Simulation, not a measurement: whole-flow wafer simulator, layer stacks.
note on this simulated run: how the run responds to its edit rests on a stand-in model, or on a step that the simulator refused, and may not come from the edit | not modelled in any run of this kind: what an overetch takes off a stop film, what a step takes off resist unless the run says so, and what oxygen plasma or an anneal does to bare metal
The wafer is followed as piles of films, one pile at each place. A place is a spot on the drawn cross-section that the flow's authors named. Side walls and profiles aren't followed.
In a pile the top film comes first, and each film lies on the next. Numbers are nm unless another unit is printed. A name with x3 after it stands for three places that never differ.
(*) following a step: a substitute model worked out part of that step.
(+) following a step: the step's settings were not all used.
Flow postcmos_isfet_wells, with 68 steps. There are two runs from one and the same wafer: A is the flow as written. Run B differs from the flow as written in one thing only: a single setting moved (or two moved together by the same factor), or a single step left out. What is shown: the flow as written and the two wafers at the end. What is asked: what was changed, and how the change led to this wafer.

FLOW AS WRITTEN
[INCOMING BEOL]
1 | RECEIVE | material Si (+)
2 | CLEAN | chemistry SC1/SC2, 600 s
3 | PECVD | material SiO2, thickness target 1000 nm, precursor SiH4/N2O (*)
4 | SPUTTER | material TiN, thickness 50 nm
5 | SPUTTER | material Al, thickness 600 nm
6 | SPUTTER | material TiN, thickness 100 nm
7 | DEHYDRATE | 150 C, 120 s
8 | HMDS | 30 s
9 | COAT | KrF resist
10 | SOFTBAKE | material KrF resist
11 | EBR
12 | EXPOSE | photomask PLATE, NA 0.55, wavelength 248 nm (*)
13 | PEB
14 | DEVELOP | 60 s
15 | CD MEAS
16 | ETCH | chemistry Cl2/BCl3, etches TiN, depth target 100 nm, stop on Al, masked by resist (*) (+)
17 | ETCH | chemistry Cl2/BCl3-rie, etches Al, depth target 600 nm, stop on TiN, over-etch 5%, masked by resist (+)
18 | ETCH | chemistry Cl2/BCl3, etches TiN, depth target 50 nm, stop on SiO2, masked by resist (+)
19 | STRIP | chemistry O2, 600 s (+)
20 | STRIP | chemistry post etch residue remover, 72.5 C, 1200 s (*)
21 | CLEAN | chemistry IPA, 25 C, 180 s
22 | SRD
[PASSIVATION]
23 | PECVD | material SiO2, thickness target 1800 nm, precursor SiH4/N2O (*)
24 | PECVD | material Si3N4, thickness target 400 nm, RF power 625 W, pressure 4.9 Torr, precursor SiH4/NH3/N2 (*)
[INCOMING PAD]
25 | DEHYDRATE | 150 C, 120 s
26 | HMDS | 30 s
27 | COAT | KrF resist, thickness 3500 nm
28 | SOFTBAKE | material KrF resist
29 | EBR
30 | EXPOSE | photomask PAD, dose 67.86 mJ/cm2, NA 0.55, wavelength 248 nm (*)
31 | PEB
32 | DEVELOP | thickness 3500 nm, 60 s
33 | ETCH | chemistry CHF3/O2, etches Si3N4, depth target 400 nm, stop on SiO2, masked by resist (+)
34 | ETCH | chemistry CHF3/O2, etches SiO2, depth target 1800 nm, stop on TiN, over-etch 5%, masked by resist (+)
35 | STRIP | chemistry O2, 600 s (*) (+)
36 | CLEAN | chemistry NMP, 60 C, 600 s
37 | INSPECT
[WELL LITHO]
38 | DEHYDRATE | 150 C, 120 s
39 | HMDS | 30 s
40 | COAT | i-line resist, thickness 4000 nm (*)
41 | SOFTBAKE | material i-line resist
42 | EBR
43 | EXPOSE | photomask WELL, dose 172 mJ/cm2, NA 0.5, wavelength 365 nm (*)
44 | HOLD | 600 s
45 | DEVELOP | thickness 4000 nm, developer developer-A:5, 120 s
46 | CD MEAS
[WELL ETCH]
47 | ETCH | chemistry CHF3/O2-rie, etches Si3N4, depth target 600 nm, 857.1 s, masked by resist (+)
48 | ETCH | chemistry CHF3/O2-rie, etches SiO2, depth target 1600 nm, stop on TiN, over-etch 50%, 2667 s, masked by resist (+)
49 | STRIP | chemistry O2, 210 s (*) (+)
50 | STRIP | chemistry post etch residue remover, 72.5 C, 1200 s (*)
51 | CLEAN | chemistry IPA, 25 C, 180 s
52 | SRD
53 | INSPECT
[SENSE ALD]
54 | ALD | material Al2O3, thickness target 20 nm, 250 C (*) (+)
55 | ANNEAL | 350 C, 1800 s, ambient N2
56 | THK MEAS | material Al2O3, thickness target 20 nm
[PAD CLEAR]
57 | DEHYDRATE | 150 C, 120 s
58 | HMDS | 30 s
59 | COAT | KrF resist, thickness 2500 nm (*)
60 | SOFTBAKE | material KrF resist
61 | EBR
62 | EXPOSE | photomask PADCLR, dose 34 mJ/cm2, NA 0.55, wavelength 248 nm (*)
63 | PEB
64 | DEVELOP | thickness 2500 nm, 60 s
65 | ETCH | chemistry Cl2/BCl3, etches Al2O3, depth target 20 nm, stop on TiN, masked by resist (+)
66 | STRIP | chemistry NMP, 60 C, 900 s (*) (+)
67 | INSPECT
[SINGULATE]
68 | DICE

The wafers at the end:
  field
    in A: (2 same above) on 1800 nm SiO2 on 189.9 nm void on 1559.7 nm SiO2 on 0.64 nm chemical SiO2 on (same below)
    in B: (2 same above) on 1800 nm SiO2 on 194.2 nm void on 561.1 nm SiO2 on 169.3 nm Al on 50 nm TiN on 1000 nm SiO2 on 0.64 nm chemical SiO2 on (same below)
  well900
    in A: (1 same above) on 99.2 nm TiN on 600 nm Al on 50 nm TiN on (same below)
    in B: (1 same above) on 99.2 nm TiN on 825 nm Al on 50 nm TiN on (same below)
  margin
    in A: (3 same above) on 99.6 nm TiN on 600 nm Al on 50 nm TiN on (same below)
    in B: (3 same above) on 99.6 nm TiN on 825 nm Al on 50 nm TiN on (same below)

The reason: step 5, SPUTTER: thickness 825 nm was run, though the flow has thickness 600 nm.
The wafer lets one read it off: well900 has Al 825, and step 5 as written asks for 600 nm.

How this came from the change, step by step:
  5 | SPUTTER | material Al, thickness 600 nm
      field, margin, well900, well1300 x3, pad_rim, pad_clr, pad_open: A +600 Al (new film) | B +825 Al (new film)
  17 | ETCH | chemistry Cl2/BCl3-rie, etches Al, depth target 600 nm, stop on TiN, over-etch 5%, masked by resist (+)
      field: A -600 Al (all of it) | B -600 Al
  18 | ETCH | chemistry Cl2/BCl3, etches TiN, depth target 50 nm, stop on SiO2, masked by resist (+)
      field: A -50 TiN (all of it) | B -50 Al
  20 | STRIP | chemistry post etch residue remover, 72.5 C, 1200 s (*)
      field: A nothing | B -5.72 Al
  23 | PECVD | material SiO2, thickness target 1800 nm, precursor SiH4/N2O (*)
      field: A +1800 SiO2 (new film), +189.9 void (new film), +559.7 SiO2 | B +1800 SiO2 (new film), +194.2 void (new film), +561.1 SiO2 (new film)
Taking metal films that touch as one body, field has 1 body; the flow as written gives 0 bodies.
